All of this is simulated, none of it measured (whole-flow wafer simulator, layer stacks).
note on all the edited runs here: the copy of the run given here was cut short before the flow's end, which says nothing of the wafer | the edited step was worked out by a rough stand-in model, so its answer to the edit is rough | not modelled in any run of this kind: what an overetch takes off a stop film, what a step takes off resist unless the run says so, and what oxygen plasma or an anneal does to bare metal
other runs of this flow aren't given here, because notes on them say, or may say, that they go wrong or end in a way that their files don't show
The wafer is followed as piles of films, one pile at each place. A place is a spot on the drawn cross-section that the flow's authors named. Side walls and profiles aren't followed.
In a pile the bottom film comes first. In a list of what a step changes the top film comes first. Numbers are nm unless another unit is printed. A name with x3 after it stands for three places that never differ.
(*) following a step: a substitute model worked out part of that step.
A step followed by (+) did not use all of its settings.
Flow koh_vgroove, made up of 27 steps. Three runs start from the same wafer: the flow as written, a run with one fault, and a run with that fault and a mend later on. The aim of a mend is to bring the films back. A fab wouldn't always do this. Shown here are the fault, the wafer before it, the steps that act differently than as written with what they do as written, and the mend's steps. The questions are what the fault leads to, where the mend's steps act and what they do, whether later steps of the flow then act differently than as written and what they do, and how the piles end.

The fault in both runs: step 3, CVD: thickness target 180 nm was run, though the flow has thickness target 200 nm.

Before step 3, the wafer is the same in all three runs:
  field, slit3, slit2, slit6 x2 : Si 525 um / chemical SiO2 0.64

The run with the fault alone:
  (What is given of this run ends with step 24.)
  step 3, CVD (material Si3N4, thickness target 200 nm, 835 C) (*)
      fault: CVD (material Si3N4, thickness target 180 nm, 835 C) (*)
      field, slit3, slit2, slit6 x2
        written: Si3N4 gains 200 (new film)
        fault: Si3N4 gains 180 (new film)
  Later steps of the flow acting differently than as written:
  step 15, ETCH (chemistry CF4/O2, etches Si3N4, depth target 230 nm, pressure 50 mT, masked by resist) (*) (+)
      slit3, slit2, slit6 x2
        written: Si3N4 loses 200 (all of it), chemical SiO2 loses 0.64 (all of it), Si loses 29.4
        fault: Si3N4 loses 180 (all of it), chemical SiO2 loses 0.64 (all of it), Si loses 49.4
  Once step 24 is done, the piles at field depart from the flow's by more than 2% or 0.5 nm, whichever is larger.
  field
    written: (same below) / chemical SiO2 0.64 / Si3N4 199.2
    fault: (same below) / chemical SiO2 0.64 / Si3N4 179.2

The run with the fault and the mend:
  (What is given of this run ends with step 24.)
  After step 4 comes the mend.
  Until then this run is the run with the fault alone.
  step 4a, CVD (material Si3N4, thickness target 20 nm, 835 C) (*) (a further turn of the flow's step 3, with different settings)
      field, slit3, slit2, slit6 x2
        Si3N4 gains 20
  Every later step of the flow up to step 24 that is run acts as written at every place that is followed.
  At every place that both follow, the piles after step 24 match the flow's.
